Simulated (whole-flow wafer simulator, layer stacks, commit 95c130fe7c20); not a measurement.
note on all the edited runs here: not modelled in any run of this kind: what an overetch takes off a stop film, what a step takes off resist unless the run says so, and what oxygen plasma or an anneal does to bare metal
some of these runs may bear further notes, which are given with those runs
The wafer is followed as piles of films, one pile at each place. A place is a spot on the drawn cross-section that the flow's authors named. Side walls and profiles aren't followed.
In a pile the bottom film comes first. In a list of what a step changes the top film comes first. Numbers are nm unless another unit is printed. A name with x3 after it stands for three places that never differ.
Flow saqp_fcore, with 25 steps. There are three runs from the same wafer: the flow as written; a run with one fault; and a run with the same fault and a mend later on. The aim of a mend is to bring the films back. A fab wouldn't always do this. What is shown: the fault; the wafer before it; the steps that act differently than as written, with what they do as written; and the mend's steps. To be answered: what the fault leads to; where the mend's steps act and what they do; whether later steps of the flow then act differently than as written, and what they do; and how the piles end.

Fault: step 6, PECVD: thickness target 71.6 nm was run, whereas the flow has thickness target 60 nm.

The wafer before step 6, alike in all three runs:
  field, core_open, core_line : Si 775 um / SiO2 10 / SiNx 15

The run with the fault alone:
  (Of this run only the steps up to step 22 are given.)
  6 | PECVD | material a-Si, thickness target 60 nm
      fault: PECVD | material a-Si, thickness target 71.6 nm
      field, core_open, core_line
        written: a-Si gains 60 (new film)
        fault: a-Si gains 71.6 (new film)
  None of the later steps of the flow up to step 22 acts differently than as written at any place that is followed.
  Once step 22 is done, the piles at field, core_open, core_line depart from the flow's by more than 2% or 0.5 nm, whichever is larger.
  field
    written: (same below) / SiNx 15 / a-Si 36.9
    fault: (same below) / SiNx 15 / a-Si 48.5
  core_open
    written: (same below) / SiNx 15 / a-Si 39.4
    fault: (same below) / SiNx 15 / a-Si 51
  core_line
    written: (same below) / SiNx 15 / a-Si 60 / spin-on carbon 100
    fault: (same below) / SiNx 15 / a-Si 71.6 / spin-on carbon 100

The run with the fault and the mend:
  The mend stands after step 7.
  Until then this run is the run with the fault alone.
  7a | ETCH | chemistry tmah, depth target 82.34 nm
      field, core_open, core_line
        a-Si loses 71.6 (all of it)
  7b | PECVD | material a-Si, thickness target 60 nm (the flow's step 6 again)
      field, core_open, core_line
        a-Si gains 60 (new film)
  None of the later steps of the flow acts differently than as written at any place that is followed.
  By the end, the piles equal the flow's at every place that both follow.
